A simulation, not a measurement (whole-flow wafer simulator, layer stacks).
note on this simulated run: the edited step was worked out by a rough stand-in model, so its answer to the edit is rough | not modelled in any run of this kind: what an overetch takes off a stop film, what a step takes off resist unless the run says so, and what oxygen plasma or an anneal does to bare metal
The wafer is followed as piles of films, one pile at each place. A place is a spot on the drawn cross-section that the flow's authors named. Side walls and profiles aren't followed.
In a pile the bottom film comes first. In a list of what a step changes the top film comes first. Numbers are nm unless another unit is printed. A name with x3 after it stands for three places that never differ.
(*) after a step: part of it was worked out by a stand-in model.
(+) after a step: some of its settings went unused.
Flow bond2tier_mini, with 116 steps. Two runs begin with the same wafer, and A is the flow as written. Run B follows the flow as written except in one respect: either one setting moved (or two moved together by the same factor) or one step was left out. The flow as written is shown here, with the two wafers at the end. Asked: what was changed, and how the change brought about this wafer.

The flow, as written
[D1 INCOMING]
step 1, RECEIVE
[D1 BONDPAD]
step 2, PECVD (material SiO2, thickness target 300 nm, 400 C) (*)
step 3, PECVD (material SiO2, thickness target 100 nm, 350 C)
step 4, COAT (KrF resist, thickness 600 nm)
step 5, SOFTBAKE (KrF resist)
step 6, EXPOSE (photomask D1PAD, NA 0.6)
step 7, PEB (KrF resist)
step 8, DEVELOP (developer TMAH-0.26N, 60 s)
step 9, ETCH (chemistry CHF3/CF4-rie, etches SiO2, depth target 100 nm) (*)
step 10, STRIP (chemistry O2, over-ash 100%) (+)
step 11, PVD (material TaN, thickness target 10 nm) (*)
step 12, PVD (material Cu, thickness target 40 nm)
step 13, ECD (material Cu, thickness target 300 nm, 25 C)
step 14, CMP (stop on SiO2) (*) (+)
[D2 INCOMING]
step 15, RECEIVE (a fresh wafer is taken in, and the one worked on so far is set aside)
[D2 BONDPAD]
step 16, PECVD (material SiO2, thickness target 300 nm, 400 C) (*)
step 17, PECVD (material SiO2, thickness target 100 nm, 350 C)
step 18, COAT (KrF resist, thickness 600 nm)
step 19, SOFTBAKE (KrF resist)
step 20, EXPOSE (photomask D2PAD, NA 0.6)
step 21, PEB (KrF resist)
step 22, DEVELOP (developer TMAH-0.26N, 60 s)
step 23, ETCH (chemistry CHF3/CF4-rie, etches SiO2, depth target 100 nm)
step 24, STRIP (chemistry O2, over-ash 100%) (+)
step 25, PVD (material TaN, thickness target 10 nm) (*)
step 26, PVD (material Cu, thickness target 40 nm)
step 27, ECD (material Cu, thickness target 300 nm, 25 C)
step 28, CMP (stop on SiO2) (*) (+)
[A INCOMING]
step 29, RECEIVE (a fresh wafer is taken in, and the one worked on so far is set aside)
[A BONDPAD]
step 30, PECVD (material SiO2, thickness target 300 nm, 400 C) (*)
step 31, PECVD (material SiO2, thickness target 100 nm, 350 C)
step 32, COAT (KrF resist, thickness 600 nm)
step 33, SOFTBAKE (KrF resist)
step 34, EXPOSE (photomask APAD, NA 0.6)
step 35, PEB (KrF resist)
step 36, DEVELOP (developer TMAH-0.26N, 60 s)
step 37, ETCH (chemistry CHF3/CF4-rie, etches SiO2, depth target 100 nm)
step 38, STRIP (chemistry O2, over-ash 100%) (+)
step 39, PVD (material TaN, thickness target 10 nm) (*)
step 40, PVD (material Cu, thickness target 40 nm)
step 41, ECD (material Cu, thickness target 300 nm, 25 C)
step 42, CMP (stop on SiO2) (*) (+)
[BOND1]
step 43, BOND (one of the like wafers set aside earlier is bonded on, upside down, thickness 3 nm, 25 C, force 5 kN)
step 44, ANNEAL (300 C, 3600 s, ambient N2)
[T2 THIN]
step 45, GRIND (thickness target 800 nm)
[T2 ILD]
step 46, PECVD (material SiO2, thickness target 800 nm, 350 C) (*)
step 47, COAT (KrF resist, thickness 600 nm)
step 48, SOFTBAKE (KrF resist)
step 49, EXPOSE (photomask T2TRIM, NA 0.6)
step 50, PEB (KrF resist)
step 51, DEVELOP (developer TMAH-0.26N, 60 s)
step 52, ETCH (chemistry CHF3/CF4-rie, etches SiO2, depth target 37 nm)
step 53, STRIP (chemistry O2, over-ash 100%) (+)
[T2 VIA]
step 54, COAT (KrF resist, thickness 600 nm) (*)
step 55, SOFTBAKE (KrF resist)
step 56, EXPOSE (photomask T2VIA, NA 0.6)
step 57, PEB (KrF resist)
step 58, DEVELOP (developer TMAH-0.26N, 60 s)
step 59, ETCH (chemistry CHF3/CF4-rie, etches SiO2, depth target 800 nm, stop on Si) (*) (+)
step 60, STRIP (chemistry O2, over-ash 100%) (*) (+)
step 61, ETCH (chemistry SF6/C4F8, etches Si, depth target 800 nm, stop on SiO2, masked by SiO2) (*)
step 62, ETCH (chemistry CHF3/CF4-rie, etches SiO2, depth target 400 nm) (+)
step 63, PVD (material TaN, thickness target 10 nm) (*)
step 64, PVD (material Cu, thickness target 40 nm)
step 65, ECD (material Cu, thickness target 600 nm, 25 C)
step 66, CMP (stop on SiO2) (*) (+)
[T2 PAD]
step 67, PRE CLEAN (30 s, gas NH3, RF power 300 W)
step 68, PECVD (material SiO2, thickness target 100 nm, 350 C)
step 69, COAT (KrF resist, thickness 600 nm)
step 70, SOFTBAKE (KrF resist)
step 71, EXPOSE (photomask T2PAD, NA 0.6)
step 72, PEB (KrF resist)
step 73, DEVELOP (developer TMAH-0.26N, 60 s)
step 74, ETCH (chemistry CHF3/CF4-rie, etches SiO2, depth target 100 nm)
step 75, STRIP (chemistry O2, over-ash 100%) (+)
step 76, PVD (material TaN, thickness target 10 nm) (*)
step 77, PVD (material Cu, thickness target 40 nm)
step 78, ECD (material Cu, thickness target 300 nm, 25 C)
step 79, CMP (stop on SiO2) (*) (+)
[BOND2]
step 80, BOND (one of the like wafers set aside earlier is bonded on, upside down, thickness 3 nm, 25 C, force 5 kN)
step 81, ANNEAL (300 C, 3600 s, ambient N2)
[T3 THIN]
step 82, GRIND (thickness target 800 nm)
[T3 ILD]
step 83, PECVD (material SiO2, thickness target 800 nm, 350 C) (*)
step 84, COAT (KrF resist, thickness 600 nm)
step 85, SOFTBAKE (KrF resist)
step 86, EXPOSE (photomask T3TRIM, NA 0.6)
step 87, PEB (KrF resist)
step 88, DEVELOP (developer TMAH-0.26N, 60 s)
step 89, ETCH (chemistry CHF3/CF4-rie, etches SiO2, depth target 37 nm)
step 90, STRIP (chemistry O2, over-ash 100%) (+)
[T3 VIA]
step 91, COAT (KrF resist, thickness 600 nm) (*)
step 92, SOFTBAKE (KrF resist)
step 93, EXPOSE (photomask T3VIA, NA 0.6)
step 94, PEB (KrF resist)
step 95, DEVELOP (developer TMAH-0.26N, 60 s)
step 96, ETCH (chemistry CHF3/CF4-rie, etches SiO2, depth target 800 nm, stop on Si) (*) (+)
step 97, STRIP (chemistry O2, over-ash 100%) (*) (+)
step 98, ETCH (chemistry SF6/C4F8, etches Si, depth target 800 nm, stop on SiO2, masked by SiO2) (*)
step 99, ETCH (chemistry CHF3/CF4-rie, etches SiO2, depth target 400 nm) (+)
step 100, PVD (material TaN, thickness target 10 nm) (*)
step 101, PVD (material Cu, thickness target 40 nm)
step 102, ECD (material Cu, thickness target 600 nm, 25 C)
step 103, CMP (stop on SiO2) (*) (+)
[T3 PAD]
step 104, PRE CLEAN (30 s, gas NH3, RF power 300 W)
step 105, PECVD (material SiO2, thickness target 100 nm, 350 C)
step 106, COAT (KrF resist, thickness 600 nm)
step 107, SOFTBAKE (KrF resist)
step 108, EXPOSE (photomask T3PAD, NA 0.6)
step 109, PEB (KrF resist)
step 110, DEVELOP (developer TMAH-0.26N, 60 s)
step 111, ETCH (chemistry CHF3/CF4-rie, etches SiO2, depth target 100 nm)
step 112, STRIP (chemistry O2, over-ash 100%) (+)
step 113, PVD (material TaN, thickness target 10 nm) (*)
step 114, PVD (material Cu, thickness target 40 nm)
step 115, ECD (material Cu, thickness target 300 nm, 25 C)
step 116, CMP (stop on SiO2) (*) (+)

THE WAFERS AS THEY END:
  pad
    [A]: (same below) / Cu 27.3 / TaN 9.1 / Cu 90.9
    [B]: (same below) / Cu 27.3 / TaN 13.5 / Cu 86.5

What caused this: step 113, PVD: thickness target 14.8 nm was run, while the flow as written has thickness target 10 nm.

The path from the change to this, step by step:
  step 113, PVD (material TaN, thickness target 10 nm) (*)
      field: A TaN gains 10 (new film) | B TaN gains 14.8 (new film)
      pad: A TaN gains 9.1 (new film) | B TaN gains 13.5 (new film)
  step 116, CMP (stop on SiO2) (*) (+)
      field: A Cu loses 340 (all of it), TaN loses 10 (all of it) | B Cu loses 340 (all of it), TaN loses 14.8 (all of it)
